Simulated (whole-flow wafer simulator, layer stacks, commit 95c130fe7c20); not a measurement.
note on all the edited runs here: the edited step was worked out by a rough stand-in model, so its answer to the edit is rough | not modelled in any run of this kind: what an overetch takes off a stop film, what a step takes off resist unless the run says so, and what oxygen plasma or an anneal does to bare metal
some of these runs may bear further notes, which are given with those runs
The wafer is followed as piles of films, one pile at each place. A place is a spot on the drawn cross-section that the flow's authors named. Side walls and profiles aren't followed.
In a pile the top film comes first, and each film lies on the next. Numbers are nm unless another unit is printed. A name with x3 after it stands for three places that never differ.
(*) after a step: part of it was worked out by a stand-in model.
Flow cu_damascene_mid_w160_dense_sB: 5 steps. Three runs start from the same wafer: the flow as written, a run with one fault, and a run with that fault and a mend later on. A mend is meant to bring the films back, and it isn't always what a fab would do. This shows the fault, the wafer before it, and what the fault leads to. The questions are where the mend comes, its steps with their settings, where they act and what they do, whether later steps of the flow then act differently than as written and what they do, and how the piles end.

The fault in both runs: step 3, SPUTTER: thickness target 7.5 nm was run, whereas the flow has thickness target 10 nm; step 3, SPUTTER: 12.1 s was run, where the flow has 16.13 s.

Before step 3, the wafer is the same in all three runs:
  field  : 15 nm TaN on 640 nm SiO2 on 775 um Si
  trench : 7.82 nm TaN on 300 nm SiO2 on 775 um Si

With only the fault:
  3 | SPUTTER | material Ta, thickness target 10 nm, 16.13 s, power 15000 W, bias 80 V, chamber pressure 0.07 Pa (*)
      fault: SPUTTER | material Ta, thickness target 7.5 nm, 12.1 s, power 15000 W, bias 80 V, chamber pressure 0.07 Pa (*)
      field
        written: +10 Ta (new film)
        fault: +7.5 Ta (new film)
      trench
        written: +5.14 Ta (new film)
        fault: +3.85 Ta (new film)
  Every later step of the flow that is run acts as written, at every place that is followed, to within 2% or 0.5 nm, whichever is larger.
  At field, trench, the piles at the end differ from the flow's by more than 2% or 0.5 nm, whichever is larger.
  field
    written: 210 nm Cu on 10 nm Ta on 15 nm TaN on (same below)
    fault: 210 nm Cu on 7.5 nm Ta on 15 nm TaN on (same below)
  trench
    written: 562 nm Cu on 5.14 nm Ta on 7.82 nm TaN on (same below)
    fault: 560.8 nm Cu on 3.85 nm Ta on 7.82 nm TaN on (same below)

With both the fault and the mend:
  The mend follows step 3.
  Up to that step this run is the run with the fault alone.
  3a | SPUTTER | material Ta, thickness target 2.5 nm, 4.032 s, power 15000 W, bias 80 V, chamber pressure 0.07 Pa (*) (the flow's step 3, run once more with other settings)
      field
        +2.5 Ta
      trench
        +1.26 Ta
  Every later step of the flow that is run acts as written, at every place that is followed, to within 2% or 0.5 nm, whichever is larger.
  When the end is reached, the piles differ only a little from the flow's at the places that both follow, at most by 2% or 0.5 nm, whichever is larger.
